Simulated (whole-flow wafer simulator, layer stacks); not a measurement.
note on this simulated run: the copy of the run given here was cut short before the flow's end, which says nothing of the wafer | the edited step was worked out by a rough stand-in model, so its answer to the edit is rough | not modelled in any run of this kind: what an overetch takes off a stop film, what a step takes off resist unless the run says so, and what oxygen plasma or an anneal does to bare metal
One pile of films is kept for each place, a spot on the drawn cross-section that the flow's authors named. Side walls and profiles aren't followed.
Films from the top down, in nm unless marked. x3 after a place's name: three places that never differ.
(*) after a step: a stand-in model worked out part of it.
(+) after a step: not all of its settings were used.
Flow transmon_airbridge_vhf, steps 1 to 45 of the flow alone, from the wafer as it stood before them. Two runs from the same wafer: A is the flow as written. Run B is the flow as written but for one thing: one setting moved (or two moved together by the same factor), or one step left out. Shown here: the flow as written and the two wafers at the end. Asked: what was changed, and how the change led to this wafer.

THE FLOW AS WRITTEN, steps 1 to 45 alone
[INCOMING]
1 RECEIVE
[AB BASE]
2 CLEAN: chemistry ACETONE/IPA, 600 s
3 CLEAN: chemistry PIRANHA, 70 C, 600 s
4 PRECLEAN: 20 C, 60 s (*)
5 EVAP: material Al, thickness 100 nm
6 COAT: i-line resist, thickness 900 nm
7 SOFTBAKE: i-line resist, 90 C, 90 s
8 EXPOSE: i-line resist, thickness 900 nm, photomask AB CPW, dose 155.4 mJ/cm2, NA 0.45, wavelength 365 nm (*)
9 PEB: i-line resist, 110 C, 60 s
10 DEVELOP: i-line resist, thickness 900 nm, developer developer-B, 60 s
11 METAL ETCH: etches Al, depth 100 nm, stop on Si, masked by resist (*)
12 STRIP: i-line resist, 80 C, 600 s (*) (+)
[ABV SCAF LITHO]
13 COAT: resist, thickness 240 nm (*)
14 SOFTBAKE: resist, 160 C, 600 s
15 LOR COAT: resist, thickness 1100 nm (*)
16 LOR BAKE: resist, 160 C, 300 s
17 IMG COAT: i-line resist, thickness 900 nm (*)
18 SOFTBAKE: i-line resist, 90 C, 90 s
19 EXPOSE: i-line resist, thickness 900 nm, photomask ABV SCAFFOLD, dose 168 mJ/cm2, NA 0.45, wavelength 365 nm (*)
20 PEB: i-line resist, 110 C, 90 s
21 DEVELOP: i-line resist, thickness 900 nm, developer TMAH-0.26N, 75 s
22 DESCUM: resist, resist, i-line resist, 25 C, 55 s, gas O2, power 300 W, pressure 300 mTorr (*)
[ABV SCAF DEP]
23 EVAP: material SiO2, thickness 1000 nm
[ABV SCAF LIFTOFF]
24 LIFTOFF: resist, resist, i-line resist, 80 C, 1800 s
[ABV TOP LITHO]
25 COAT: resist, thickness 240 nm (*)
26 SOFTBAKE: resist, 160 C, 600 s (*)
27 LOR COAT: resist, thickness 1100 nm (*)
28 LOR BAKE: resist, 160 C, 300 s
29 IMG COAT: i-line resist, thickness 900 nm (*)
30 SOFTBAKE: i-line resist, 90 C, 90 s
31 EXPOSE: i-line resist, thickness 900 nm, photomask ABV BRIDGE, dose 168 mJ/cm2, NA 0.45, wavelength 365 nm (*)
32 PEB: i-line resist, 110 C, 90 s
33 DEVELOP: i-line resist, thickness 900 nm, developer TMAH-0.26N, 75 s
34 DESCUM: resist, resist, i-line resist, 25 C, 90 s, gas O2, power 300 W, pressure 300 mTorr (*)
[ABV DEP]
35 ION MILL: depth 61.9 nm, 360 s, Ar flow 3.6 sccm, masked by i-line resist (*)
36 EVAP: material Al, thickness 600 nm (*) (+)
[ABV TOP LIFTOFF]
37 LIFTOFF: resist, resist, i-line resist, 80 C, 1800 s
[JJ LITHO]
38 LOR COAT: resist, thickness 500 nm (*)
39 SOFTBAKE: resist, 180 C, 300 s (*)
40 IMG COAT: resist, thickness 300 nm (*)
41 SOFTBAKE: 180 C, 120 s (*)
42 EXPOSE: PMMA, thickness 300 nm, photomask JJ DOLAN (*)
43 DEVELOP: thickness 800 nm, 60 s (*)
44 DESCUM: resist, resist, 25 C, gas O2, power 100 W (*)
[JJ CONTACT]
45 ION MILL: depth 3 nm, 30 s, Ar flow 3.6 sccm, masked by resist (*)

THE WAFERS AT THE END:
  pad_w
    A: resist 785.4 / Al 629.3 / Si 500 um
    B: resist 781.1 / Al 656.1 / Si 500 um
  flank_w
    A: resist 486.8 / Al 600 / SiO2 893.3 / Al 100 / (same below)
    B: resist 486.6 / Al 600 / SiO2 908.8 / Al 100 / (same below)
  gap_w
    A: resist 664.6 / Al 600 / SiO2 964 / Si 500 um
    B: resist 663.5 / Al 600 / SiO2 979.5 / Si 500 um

The cause: step 35, ION MILL: depth 35.3 nm was run, where the flow has depth 61.9 nm; step 35, ION MILL: 205 s was run, where the flow has 360 s.

How the change led to this, step by step:
  35 ION MILL: depth 61.9 nm, 360 s, Ar flow 3.6 sccm, masked by i-line resist (*)
      field x3, jj_line, ground_far, trace_open_s x2, margin_s, margin_n: A i-line resist -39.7 | B i-line resist -22.6
      flank_w, gap_w, cpw_trace, gap_e, flank_e, bridge_strip: A SiO2 -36 | B SiO2 -20.5
      (and at 2 more places)
  37 LIFTOFF: resist, resist, i-line resist, 80 C, 1800 s
      field x3, jj_line, trace_open_s x2: A Al -600 (all of it), i-line resist -600 (all of it), resist -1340 (all of it) | B Al -600 (all of it), i-line resist -617.1 (all of it), resist -1340 (all of it)
      margin_s, margin_n: A Al -600 (all of it), i-line resist -318.3 (all of it), resist -992 (all of it) | B Al -600 (all of it), i-line resist -335.4 (all of it), resist -992 (all of it)
      (and at 1 more place)
